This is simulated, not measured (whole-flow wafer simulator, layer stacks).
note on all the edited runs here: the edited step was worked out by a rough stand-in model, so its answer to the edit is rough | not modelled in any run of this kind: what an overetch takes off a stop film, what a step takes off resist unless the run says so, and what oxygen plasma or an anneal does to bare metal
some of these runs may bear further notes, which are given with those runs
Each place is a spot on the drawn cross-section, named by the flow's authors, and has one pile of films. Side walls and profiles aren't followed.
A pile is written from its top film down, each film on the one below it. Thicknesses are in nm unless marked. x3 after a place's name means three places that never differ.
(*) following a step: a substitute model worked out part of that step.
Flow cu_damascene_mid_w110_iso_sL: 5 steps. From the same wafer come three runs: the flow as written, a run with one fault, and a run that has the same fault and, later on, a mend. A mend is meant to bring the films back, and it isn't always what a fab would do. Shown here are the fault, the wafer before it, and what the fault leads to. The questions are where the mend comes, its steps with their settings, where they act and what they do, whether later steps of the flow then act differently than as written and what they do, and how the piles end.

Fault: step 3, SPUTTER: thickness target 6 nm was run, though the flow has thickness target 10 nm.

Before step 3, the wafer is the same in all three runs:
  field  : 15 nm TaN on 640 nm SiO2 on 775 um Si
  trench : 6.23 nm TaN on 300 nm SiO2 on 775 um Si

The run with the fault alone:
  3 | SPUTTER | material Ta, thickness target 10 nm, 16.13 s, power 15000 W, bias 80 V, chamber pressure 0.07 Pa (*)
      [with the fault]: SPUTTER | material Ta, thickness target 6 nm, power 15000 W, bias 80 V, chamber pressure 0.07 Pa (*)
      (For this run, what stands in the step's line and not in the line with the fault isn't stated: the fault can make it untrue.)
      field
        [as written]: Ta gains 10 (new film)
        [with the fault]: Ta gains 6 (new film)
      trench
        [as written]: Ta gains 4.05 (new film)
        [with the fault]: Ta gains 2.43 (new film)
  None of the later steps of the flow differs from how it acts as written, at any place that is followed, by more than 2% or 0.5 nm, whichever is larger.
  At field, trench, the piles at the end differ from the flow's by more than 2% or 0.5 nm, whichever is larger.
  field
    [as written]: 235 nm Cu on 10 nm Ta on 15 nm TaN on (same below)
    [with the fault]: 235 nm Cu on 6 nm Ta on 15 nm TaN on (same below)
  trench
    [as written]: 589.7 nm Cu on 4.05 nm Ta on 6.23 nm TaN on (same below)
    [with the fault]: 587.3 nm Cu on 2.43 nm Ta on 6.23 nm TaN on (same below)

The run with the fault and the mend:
  After step 3 comes the mend.
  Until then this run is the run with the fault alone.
  3a | SPUTTER | material Ta, thickness target 4 nm, power 15000 W, bias 80 V, chamber pressure 0.07 Pa (*) (a further turn of the flow's step 3, with different settings)
      field
        Ta gains 4
      trench
        Ta gains 1.58
  None of the later steps of the flow acts differently than as written at any place that is followed.
  When the end is reached, the piles differ only a little from the flow's at the places that both follow, at most by 2% or 0.5 nm, whichever is larger.
